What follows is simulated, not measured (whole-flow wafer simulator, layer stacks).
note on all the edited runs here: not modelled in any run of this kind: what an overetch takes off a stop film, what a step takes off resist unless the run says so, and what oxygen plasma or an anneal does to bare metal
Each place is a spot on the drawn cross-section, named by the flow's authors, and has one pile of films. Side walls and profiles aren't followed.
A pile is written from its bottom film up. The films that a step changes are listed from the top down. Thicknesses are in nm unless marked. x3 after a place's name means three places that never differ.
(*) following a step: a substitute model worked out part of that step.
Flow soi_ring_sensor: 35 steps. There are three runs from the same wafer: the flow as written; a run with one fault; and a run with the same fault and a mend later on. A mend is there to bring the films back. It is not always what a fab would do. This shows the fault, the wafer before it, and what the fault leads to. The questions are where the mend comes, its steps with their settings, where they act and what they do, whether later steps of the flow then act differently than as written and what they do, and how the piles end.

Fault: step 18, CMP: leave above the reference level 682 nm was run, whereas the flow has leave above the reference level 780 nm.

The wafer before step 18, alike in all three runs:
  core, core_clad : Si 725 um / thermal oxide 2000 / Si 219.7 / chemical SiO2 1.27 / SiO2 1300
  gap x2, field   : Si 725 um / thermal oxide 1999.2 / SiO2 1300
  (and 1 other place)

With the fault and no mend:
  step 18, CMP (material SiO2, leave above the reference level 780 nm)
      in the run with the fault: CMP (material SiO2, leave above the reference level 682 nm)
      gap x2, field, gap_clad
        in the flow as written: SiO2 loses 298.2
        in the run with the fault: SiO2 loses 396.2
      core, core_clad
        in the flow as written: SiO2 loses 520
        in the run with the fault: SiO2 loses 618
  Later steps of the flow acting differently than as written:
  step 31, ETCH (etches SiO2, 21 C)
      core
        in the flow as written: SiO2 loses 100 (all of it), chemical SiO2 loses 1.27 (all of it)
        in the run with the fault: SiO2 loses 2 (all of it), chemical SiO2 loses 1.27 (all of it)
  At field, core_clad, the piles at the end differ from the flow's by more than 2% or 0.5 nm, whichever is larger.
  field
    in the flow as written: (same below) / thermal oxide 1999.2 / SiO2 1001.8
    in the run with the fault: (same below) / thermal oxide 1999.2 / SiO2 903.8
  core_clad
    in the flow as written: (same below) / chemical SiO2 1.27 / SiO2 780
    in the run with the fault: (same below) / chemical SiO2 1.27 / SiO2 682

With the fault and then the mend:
  The mend stands after step 27.
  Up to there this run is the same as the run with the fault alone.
  step 27a, STRIP (i-line resist, 250 C, gas O2, power 300 W) (*)
      field, core_clad, gap_clad
        i-line resist loses 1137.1 (all of it)
  step 27b, HDPCVD (material SiO2, thickness target 98 nm, 350 C) (*) (the flow's step 17, run once more with other settings)
      core, gap x2, field, core_clad, gap_clad
        SiO2 gains 98
  step 27c, HMDS (120 C, 60 s) (the flow's step 21, run once more)
      does not change any film at any place that is followed
  step 27d, COAT (i-line resist, thickness 1200 nm) (the flow's step 22, run once more)
      core, gap x2, field, core_clad, gap_clad
        i-line resist gains 1200 (new film)
  step 27e, SOFTBAKE (i-line resist) (the flow's step 23, run once more)
      does not change any film at any place that is followed
  step 27f, EXPOSE (photomask WINDOW, dose 101 mJ/cm2, NA 0.5, wavelength 365 nm) (*) (the flow's step 24, run once more)
      does not change any film at any place that is followed
  step 27g, PEB (i-line resist) (the flow's step 25, run once more)
      core, gap x2, field, core_clad, gap_clad
        i-line resist loses 62.8
  step 27h, DEVELOP (i-line resist, thickness 1200 nm, 90 s) (the flow's step 26, run once more)
      core, gap x2
        i-line resist loses 1137.2 (all of it)
      field, core_clad, gap_clad
        i-line resist loses 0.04
  None of the later steps of the flow acts differently than as written at any place that is followed.
  The piles end the same as the flow's at every place that both follow.
